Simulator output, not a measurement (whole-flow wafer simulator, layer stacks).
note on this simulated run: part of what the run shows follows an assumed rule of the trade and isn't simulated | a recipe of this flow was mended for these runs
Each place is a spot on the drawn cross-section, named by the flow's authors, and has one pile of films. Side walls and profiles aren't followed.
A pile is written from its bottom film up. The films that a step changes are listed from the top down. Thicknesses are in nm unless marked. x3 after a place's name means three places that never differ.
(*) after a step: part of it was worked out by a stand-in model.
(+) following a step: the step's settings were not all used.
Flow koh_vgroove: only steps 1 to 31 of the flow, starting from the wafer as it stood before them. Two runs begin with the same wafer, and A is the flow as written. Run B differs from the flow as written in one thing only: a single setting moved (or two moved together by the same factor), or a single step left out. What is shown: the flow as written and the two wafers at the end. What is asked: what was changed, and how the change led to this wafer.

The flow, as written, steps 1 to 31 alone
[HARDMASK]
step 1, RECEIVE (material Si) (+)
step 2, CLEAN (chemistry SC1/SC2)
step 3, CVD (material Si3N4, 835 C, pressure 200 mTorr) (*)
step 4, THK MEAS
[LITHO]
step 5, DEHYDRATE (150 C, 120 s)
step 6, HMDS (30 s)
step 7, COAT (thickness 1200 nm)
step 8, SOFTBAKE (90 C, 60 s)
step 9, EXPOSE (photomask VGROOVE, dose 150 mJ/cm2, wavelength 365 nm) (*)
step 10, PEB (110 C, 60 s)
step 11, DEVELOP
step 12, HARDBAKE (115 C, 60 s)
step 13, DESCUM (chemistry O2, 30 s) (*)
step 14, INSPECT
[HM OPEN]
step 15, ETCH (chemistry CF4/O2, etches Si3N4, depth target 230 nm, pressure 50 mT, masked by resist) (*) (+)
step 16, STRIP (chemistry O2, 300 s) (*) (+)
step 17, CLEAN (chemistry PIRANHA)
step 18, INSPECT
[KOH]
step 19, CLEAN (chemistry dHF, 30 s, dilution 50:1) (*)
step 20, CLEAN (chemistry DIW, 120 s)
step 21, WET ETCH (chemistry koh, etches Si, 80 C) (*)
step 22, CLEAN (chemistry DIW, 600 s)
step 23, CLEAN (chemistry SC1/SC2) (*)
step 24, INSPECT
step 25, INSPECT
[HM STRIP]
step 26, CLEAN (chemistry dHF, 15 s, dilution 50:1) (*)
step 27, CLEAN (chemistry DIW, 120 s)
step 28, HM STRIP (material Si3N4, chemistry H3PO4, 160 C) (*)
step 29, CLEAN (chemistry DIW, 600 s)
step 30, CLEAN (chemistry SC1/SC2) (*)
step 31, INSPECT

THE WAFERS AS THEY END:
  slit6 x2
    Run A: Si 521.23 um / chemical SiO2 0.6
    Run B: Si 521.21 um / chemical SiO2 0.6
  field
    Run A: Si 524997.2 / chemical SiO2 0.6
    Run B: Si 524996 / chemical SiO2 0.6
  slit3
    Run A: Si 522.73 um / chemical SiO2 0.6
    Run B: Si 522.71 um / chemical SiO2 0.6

The reason: step 3, CVD: pressure 154 mTorr was run, though the flow has pressure 200 mTorr.

How this came from the change, step by step:
  step 3, CVD (material Si3N4, 835 C, pressure 200 mTorr) (*)
      field, slit3, slit2, slit6 x2: A +200 Si3N4 (new film) | B +175.8 Si3N4 (new film)
  step 15, ETCH (chemistry CF4/O2, etches Si3N4, depth target 230 nm, pressure 50 mT, masked by resist) (*) (+)
      slit3, slit2, slit6 x2: A -200 Si3N4 (all of it), -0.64 chemical SiO2 (all of it), -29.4 Si | B -175.8 Si3N4 (all of it), -0.64 chemical SiO2 (all of it), -53.5 Si
  step 28, HM STRIP (material Si3N4, chemistry H3PO4, 160 C) (*)
      field: A -198.7 Si3N4 (all of it), -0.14 chemical SiO2, -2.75 Si | B -174.6 Si3N4 (all of it), -0.14 chemical SiO2, -3.96 Si
